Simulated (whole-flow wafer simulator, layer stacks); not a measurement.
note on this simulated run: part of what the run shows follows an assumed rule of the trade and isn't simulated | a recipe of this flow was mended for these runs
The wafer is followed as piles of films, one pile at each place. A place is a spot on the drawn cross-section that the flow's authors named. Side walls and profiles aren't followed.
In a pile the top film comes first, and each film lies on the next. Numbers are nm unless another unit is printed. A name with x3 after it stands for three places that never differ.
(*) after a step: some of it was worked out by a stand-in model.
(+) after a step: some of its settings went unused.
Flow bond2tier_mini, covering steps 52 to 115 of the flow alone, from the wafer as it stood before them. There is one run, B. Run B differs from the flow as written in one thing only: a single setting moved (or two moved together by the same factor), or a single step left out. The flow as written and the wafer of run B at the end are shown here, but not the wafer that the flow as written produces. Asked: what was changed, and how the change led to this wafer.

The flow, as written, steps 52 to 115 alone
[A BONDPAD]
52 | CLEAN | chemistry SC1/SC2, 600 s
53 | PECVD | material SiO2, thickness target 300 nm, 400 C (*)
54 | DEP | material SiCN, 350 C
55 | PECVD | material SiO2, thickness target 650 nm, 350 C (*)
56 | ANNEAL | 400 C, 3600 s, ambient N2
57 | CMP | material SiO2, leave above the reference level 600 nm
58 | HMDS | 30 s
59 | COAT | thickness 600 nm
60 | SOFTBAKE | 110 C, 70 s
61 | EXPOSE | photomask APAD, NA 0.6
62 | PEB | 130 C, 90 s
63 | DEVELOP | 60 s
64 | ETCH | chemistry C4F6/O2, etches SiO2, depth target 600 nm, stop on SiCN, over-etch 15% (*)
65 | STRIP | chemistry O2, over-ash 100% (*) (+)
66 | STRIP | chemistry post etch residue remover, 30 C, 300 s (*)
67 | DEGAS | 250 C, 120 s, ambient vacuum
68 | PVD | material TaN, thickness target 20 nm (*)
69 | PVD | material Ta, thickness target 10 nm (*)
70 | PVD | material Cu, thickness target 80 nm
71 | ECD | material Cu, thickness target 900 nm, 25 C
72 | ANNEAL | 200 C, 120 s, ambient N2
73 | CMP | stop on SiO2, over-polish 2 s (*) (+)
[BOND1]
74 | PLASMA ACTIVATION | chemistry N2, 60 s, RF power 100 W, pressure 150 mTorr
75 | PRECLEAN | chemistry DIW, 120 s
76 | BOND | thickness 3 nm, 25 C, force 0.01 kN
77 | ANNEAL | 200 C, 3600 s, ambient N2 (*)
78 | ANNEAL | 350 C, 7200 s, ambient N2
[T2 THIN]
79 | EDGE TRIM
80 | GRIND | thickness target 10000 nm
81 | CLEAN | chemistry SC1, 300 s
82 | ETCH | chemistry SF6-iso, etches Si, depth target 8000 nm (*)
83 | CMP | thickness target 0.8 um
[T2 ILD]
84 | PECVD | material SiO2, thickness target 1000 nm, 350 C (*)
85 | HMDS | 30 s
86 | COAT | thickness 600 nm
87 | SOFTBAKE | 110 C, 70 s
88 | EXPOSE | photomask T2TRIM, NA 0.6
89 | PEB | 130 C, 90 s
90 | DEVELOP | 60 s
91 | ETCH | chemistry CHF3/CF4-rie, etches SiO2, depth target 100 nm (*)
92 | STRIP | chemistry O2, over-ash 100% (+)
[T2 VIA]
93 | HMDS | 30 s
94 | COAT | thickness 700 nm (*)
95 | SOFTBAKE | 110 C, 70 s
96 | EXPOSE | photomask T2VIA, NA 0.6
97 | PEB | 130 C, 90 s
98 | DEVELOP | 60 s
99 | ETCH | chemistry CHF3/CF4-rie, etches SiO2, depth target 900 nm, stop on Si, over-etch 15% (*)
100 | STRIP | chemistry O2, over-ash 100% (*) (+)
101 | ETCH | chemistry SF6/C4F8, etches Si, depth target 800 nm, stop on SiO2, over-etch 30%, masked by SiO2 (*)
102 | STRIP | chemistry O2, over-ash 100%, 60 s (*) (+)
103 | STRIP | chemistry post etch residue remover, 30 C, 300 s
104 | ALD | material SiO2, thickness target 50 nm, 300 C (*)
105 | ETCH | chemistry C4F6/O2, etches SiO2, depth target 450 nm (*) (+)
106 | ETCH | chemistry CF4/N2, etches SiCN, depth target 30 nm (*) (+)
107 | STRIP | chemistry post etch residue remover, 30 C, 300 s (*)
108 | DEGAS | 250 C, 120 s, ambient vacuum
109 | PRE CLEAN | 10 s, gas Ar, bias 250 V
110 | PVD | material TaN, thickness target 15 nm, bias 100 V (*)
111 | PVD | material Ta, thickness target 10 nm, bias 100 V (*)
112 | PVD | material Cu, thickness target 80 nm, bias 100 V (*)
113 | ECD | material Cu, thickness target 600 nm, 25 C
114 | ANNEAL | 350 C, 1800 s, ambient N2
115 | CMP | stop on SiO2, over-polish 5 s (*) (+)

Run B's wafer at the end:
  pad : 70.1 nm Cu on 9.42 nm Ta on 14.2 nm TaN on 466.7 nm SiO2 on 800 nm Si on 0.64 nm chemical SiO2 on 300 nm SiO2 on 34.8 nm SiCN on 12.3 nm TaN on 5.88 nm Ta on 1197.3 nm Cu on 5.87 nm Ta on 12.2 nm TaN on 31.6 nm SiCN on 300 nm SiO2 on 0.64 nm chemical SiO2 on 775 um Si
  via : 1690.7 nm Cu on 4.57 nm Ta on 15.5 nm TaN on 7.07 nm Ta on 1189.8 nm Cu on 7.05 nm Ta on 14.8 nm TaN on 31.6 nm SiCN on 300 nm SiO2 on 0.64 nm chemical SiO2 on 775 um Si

Cause: step 64, ETCH: over-etch 18.2% was run, while the flow as written has over-etch 15%.

How this came from the change, step by step:
  64 | ETCH | chemistry C4F6/O2, etches SiO2, depth target 600 nm, stop on SiCN, over-etch 15% (*)
      pad, via: SiO2 loses 600 (all of it), SiCN loses 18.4 (in the flow as written it would be: SiO2 loses 600 (all of it), SiCN loses 15.2)
      field: thick-KrF-resist loses 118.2 (in the flow as written it would be: thick-KrF-resist loses 115)
